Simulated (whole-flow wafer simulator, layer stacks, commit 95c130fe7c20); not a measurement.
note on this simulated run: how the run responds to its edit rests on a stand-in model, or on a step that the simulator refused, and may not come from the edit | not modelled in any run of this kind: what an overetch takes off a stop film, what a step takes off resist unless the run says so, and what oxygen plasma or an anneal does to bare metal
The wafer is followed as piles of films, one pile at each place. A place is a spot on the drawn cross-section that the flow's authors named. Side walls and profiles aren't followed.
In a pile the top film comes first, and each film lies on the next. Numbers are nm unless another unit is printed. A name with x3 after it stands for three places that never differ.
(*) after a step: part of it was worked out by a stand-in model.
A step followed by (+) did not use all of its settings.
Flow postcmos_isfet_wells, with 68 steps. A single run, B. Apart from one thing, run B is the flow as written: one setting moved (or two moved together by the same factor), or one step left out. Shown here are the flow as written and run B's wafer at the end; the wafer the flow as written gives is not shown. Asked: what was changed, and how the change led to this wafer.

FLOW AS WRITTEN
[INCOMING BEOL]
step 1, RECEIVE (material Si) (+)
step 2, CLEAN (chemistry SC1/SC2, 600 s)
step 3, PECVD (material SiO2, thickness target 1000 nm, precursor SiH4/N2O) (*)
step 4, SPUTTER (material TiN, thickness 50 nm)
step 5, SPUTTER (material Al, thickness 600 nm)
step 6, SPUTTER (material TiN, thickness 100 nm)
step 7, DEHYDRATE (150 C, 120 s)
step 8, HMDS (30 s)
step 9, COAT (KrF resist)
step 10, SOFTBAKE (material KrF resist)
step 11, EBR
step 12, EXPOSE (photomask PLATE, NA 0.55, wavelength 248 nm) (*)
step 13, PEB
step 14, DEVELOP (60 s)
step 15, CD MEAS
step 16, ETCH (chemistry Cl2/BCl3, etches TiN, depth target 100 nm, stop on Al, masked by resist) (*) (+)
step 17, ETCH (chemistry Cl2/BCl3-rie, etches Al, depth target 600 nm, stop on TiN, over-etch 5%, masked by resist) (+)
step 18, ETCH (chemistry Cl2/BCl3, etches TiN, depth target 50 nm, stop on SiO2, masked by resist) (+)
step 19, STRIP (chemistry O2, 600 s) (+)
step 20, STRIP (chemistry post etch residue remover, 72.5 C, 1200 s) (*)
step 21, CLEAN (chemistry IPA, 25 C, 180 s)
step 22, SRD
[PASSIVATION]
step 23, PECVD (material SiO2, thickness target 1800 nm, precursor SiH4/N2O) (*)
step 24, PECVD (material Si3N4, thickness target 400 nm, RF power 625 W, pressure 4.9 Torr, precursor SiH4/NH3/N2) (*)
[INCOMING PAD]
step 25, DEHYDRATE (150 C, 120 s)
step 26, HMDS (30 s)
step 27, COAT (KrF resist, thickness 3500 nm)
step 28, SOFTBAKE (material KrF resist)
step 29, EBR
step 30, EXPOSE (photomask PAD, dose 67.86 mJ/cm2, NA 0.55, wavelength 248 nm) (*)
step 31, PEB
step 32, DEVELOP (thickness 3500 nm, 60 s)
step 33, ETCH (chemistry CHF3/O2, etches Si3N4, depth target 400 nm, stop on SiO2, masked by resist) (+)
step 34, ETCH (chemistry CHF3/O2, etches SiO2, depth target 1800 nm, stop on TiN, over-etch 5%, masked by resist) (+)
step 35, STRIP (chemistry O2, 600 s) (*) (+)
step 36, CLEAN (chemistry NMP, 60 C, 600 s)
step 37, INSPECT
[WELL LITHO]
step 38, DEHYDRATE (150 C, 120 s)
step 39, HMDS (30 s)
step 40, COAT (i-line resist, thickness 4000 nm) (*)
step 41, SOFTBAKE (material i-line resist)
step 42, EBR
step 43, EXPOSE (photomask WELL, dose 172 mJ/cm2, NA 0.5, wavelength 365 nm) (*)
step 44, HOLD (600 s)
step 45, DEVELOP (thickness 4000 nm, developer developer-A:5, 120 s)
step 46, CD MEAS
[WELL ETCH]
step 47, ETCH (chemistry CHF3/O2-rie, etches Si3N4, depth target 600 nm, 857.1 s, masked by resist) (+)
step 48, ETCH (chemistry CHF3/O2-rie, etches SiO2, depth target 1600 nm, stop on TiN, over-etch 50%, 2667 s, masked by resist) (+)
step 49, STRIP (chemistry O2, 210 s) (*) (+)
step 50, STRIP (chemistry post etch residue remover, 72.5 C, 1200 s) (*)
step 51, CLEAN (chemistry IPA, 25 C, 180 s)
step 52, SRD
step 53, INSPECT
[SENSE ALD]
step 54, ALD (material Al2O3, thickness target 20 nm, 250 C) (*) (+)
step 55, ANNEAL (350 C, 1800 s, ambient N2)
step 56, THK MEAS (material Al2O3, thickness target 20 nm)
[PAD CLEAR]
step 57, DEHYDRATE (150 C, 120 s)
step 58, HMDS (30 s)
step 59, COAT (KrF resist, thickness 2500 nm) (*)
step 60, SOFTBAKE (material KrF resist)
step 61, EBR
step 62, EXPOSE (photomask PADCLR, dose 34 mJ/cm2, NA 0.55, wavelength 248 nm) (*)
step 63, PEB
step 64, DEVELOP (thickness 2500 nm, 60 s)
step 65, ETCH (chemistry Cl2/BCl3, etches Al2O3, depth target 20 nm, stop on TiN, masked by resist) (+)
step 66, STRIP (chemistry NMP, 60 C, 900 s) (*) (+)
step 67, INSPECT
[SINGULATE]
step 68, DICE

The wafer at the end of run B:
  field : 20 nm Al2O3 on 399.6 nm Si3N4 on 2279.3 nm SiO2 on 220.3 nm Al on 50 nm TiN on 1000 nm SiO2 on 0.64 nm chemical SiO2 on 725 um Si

The reason: step 17, ETCH: depth target 324 nm was run, whereas the flow has depth target 600 nm.

How this came from the change, step by step:
  step 17, ETCH (chemistry Cl2/BCl3-rie, etches Al, depth target 600 nm, stop on TiN, over-etch 5%, masked by resist) (+)
      field: Al loses 324 (as written it would have been: Al loses 600 (all of it))
      margin, well900, well1300 x3, pad_rim, pad_clr, pad_open: KrF resist loses 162 (as written it would have been: KrF resist loses 300)
  step 18, ETCH (chemistry Cl2/BCl3, etches TiN, depth target 50 nm, stop on SiO2, masked by resist) (+)
      field: Al loses 50 (as written it would have been: TiN loses 50 (all of it))
  step 19, STRIP (chemistry O2, 600 s) (+)
      margin, well900, well1300 x3, pad_rim, pad_clr, pad_open: KrF resist loses 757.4 (all of it) (as written it would have been: KrF resist loses 619.4 (all of it))
  step 20, STRIP (chemistry post etch residue remover, 72.5 C, 1200 s) (*)
      field: Al loses 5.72 (as written it would have been: nothing)
  step 23, PECVD (material SiO2, thickness target 1800 nm, precursor SiH4/N2O) (*)
      field: SiO2 gains 2279.3 (new film) (as written it would have been: SiO2 gains 1800 (new film), void gains 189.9 (new film), SiO2 gains 559.7)
Taking metal films that touch as one body, field has 1 body; the flow as written gives 0 bodies.
